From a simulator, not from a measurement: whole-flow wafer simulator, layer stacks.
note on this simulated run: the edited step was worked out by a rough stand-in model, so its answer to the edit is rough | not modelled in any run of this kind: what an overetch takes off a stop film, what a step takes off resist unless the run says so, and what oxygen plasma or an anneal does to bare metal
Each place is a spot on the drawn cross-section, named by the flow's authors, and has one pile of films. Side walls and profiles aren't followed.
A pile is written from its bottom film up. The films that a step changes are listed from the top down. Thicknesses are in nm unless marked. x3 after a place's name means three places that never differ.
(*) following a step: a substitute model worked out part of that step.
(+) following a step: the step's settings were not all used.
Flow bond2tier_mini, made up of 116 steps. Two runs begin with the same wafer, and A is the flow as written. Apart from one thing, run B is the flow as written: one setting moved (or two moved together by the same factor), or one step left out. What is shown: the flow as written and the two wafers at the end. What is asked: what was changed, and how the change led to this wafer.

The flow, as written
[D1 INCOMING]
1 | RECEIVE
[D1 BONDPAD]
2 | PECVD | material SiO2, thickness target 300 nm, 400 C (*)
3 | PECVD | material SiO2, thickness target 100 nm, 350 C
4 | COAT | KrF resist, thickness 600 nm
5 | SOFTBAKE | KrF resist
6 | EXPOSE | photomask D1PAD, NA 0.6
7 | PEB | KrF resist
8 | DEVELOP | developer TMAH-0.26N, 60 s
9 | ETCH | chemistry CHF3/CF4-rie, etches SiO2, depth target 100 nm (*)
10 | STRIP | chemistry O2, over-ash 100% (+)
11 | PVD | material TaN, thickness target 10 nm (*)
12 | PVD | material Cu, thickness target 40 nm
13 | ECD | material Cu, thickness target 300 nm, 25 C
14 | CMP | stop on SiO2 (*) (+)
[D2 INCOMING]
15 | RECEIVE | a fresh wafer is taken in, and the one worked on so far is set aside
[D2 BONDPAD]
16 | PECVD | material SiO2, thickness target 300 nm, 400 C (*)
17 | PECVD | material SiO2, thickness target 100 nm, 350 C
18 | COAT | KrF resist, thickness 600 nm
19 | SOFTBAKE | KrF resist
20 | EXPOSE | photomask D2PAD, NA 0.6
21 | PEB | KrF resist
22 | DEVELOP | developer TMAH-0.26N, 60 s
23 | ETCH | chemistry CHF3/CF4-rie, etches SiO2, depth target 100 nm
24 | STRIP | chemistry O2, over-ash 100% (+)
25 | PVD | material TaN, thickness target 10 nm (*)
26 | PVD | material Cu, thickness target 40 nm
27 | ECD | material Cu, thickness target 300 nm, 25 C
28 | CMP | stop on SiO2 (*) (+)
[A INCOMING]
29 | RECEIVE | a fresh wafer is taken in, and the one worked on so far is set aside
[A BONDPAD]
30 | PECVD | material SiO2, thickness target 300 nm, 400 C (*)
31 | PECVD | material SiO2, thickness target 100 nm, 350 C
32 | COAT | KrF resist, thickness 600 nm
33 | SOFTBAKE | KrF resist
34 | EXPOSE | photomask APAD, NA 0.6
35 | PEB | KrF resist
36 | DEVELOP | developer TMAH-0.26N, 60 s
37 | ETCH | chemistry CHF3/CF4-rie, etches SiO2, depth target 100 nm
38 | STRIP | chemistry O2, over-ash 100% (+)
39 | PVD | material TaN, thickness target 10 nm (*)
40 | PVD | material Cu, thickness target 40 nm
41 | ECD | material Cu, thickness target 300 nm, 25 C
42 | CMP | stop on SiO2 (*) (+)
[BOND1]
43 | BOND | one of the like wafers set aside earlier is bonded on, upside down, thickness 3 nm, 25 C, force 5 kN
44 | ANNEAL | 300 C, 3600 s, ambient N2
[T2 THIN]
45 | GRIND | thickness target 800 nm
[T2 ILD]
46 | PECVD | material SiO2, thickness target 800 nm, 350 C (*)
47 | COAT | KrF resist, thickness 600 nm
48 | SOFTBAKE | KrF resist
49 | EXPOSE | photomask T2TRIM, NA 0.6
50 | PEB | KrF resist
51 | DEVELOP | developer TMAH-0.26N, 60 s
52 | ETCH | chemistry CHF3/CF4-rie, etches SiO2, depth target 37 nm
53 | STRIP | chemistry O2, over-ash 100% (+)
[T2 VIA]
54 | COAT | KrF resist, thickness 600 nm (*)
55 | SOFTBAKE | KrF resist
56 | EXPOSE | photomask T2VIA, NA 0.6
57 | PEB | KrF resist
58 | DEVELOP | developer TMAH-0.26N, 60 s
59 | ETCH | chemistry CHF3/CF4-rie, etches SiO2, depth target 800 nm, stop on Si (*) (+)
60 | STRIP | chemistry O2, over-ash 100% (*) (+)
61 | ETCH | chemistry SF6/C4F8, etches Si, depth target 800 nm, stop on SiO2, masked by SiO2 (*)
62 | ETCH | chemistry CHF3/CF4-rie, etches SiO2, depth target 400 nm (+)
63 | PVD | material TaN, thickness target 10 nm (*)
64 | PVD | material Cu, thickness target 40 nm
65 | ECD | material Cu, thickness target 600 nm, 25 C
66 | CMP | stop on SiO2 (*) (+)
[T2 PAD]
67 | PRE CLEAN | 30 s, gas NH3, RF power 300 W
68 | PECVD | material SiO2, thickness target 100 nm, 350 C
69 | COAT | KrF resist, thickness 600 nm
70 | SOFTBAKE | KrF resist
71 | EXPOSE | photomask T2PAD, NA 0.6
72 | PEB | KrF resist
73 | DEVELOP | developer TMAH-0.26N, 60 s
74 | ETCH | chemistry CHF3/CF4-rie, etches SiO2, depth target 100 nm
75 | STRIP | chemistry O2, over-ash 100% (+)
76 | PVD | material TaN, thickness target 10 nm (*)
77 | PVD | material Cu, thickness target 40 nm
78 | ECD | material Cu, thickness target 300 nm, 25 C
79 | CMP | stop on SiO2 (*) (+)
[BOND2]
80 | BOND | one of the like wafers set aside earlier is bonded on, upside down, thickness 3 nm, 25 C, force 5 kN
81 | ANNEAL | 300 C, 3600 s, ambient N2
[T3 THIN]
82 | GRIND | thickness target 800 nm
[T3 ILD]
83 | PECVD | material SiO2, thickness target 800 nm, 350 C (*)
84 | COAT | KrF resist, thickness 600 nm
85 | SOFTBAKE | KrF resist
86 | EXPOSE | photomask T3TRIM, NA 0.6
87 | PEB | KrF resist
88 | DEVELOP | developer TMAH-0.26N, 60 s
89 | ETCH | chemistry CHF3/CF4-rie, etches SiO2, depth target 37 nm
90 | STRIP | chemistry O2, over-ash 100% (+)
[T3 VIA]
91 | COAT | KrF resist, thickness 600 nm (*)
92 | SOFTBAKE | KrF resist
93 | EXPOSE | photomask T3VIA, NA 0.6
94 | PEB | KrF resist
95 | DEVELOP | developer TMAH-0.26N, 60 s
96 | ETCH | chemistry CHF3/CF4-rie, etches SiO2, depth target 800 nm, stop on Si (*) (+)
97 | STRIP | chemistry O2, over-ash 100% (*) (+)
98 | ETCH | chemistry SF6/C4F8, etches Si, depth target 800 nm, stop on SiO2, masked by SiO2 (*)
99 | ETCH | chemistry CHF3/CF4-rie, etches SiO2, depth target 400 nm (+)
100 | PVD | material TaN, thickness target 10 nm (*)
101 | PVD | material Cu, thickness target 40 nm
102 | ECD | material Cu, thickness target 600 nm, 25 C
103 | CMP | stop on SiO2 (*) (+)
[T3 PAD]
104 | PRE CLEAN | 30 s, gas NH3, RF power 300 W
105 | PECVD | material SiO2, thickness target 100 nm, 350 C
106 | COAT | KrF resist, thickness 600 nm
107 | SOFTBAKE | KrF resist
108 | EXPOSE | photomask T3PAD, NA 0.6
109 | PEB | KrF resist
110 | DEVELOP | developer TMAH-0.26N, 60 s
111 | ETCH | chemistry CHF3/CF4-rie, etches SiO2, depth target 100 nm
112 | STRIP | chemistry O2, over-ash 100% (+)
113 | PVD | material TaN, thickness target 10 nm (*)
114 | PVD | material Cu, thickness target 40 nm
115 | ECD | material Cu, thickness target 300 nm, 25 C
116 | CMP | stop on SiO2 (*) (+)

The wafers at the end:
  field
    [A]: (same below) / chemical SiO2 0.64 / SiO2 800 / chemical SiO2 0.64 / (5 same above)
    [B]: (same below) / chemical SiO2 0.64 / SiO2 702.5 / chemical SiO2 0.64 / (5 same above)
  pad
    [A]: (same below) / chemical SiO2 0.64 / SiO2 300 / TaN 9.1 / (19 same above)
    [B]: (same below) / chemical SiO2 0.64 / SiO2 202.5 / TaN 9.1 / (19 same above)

Cause: step 30, PECVD: thickness target 202.5 nm was run, whereas the flow has thickness target 300 nm.
The wafer lets one read it off: pad has SiO2 202.5, and step 30 as written asks for 300 nm.

Step by step, how the change led to this:
  30 | PECVD | material SiO2, thickness target 300 nm, 400 C (*)
      field, pad, via: A SiO2 gains 300 (new film) | B SiO2 gains 202.5 (new film)
